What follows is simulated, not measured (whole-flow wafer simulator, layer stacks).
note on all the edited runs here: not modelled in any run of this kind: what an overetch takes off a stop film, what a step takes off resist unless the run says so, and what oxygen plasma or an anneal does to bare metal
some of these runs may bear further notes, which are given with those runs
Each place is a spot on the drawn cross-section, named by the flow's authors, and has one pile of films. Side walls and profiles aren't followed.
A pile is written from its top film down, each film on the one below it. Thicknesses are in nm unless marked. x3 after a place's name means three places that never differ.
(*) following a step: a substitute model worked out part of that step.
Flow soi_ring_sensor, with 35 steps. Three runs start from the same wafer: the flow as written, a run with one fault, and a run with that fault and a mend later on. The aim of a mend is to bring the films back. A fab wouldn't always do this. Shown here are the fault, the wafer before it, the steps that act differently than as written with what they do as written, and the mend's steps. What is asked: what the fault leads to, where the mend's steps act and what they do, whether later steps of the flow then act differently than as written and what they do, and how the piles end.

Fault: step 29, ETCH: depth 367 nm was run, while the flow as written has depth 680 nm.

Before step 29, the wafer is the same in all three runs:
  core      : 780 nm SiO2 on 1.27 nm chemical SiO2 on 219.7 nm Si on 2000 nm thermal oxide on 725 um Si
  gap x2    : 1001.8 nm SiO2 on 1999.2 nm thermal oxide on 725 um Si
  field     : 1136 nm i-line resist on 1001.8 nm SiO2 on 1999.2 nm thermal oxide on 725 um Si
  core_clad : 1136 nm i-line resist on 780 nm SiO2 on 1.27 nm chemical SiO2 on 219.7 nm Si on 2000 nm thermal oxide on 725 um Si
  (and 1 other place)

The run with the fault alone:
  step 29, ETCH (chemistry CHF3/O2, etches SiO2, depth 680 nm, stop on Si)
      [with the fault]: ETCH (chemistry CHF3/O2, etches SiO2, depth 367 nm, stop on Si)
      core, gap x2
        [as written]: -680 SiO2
        [with the fault]: -367 SiO2
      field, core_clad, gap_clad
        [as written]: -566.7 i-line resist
        [with the fault]: -305.8 i-line resist
  Later steps of the flow acting differently than as written:
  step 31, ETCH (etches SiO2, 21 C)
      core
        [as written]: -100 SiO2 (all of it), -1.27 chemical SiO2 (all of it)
        [with the fault]: -413 SiO2 (all of it), -1.27 chemical SiO2 (all of it)
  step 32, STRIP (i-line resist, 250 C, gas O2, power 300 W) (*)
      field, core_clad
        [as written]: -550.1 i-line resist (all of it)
        [with the fault]: -810.9 i-line resist (all of it)
  The piles end only slightly different from the flow's at the places that both follow, by no more than 2% or 0.5 nm, whichever is larger.

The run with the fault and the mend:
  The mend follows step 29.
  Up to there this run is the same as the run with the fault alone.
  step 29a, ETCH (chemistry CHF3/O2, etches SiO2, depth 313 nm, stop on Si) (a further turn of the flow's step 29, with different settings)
      core, gap x2
        -313 SiO2
      field, core_clad, gap_clad
        -260.8 i-line resist
  None of the later steps of the flow acts differently than as written at any place that is followed.
  The piles end the same as the flow's at every place that both follow.
